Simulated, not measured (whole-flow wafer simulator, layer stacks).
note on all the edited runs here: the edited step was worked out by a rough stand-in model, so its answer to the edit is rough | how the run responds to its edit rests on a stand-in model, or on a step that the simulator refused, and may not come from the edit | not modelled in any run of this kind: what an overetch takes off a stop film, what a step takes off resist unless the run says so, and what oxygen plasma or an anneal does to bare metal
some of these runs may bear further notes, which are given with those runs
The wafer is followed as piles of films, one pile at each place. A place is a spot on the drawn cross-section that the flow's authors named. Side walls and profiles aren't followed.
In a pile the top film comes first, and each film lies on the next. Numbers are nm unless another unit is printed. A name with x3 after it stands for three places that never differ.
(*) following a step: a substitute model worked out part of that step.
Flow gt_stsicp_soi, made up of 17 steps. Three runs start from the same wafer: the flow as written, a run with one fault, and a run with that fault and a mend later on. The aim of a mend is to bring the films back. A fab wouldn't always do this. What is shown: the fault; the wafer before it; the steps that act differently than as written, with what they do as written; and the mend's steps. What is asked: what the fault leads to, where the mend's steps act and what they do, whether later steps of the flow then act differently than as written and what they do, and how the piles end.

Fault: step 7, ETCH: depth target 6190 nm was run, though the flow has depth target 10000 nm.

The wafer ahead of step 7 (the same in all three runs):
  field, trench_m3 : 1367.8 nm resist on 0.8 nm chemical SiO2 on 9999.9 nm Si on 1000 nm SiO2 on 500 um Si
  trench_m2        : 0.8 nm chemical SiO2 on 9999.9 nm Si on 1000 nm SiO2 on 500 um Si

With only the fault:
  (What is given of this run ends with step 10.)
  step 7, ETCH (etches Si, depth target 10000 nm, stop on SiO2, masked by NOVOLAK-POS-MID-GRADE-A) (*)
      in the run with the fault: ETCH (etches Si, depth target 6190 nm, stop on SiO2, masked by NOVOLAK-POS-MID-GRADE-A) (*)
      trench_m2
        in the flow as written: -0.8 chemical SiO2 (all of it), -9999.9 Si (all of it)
        in the run with the fault: -0.8 chemical SiO2 (all of it), -6190 Si
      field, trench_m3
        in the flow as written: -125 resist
        in the run with the fault: -77.4 resist
  Later steps of the flow acting differently than as written:
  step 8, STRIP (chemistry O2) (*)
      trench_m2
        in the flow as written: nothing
        in the run with the fault: +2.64 chemical SiO2 (new film), -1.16 Si
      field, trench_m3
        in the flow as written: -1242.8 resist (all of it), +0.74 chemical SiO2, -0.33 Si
        in the run with the fault: -1290.5 resist (all of it), +0.75 chemical SiO2, -0.33 Si
  The piles after step 10 differ from the flow's at trench_m2 by more than 2% or 0.5 nm, whichever is larger.
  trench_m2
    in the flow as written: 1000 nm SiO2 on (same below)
    in the run with the fault: 2.64 nm chemical SiO2 on 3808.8 nm Si on 1000 nm SiO2 on (same below)

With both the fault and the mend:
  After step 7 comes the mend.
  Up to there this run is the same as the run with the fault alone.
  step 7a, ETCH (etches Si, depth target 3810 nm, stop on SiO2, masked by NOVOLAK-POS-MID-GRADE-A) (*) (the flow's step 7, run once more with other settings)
      field, trench_m3
        -47.6 resist
      trench_m2
        -3809.9 Si (all of it)
  None of the later steps of the flow acts differently than as written at any place that is followed.
  By the end, the piles equal the flow's at every place that both follow.
